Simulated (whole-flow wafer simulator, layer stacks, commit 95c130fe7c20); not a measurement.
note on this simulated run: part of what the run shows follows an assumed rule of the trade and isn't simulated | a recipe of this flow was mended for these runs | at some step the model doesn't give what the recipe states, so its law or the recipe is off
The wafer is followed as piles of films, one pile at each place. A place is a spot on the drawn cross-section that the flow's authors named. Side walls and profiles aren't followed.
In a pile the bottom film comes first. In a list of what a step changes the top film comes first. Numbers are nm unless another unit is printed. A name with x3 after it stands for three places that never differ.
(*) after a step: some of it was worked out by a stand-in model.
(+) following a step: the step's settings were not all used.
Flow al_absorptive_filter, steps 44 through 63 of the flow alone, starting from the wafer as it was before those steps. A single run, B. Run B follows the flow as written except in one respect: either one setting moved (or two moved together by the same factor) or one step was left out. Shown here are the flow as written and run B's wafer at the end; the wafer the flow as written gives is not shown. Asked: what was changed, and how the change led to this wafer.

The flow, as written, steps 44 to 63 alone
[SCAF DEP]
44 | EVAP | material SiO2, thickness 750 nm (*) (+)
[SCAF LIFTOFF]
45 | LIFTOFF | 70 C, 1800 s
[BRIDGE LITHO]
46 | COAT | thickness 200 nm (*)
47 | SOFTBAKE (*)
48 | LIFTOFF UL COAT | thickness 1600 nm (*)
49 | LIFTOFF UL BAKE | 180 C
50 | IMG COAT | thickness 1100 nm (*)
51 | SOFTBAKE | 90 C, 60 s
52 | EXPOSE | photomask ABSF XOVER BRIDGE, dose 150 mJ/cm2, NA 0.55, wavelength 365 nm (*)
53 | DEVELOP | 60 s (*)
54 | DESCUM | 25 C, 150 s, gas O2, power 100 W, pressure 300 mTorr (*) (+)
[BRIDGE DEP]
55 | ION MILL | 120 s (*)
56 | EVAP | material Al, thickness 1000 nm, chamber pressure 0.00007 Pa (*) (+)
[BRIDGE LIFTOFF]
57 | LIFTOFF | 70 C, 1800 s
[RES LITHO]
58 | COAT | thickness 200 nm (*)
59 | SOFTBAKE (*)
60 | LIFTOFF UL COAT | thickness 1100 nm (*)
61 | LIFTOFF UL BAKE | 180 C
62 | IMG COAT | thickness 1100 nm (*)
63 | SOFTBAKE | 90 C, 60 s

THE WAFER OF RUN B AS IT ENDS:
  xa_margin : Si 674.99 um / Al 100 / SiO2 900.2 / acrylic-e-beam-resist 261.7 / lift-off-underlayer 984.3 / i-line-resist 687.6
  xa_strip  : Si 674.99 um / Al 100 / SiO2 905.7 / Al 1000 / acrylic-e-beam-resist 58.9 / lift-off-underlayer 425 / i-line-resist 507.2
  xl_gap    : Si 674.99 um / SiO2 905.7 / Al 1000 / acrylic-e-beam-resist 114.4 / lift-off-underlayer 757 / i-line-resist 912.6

Cause: step 44, EVAP: thickness 930 nm was run, while the flow as written has thickness 750 nm.

How this came from the change, step by step:
  44 | EVAP | material SiO2, thickness 750 nm (*) (+)
      gnd, pad_far, pad_near and 10 more: +930 SiO2 (new film) (as written it would have been: +750 SiO2 (new film))
      xa_margin: +900.2 SiO2 (new film) (as written it would have been: +726 SiO2 (new film))
  45 | LIFTOFF | 70 C, 1800 s
      gnd, xa_field, xl_land, idc_field: -930 SiO2 (all of it), -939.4 i-line-resist (all of it), -1100 lift-off-underlayer (all of it), -200 acrylic-e-beam-resist (all of it) (as written it would have been: -750 SiO2 (all of it), -939.4 i-line-resist (all of it), -1100 lift-off-underlayer (all of it), -200 acrylic-e-beam-resist (all of it))
      pad_far: -930 SiO2 (all of it), -937 i-line-resist (all of it), -1092.7 lift-off-underlayer (all of it), -198.5 acrylic-e-beam-resist (all of it) (as written it would have been: -750 SiO2 (all of it), -937 i-line-resist (all of it), -1092.7 lift-off-underlayer (all of it), -198.5 acrylic-e-beam-resist (all of it))
      (also at 5 further places)
  46 | COAT | thickness 200 nm (*)
      xa_margin: +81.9 acrylic-e-beam-resist (new film) (as written it would have been: +87.1 acrylic-e-beam-resist (new film))
      xa_strip: +141.9 acrylic-e-beam-resist (new film) (as written it would have been: +156.7 acrylic-e-beam-resist (new film))
      (also at 2 further places)
  48 | LIFTOFF UL COAT | thickness 1600 nm (*)
      xa_margin: +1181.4 lift-off-underlayer (new film) (as written it would have been: +1268 lift-off-underlayer (new film))
      xa_strip: +1148.9 lift-off-underlayer (new film) (as written it would have been: +1219 lift-off-underlayer (new film))
      (also at 2 further places)
  50 | IMG COAT | thickness 1100 nm (*)
      xa_margin: +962 i-line-resist (new film) (as written it would have been: +995.2 i-line-resist (new film))
      xa_strip: +920.1 i-line-resist (new film) (as written it would have been: +962 i-line-resist (new film))
      (also at 2 further places)
  51 | SOFTBAKE | 90 C, 60 s
      xa_strip: -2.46 i-line-resist (as written it would have been: -1.93 i-line-resist)
      xl_turn: -2.36 i-line-resist (as written it would have been: -1.83 i-line-resist)
  53 | DEVELOP | 60 s (*)
      xa_strip: -917.6 i-line-resist (all of it), -1148.9 lift-off-underlayer (all of it) (as written it would have been: -960.1 i-line-resist (all of it), -1219 lift-off-underlayer (all of it))
      xl_gap: -968.3 i-line-resist (all of it), -1228.9 lift-off-underlayer (all of it) (as written it would have been: -1001.2 i-line-resist (all of it), -1316.9 lift-off-underlayer (all of it))
      (also at 1 further place)
  54 | DESCUM | 25 C, 150 s, gas O2, power 100 W, pressure 300 mTorr (*) (+)
      xa_strip: -141.9 acrylic-e-beam-resist (all of it) (as written it would have been: -156.7 acrylic-e-beam-resist (all of it))
      xl_gap: -87.3 acrylic-e-beam-resist (all of it) (as written it would have been: -97.9 acrylic-e-beam-resist (all of it))
      (also at 1 further place)
  57 | LIFTOFF | 70 C, 1800 s
      xa_margin: -1000 Al (all of it), -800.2 i-line-resist (all of it), -1181.4 lift-off-underlayer (all of it), -81.9 acrylic-e-beam-resist (all of it) (as written it would have been: -1000 Al (all of it), -836.1 i-line-resist (all of it), -1268 lift-off-underlayer (all of it), -87.1 acrylic-e-beam-resist (all of it))
  58 | COAT | thickness 200 nm (*)
      xa_margin: +261.7 acrylic-e-beam-resist (new film) (as written it would have been: +288.1 acrylic-e-beam-resist (new film))
      xa_strip: +58.9 acrylic-e-beam-resist (new film) (as written it would have been: +66.9 acrylic-e-beam-resist (new film))
      (also at 2 further places)
  60 | LIFTOFF UL COAT | thickness 1100 nm (*)
      xa_margin: +984.3 lift-off-underlayer (new film) (as written it would have been: +1021 lift-off-underlayer (new film))
      xa_strip: +425 lift-off-underlayer (new film) (as written it would have been: +459.8 lift-off-underlayer (new film))
      (also at 2 further places)
  62 | IMG COAT | thickness 1100 nm (*)
      xa_margin: +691 i-line-resist (new film) (as written it would have been: +741.1 i-line-resist (new film))
      xa_strip: +511.5 i-line-resist (new film) (as written it would have been: +577.9 i-line-resist (new film))
      (also at 2 further places)
  63 | SOFTBAKE | 90 C, 60 s
      xl_turn: -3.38 i-line-resist (as written it would have been: -2.67 i-line-resist)
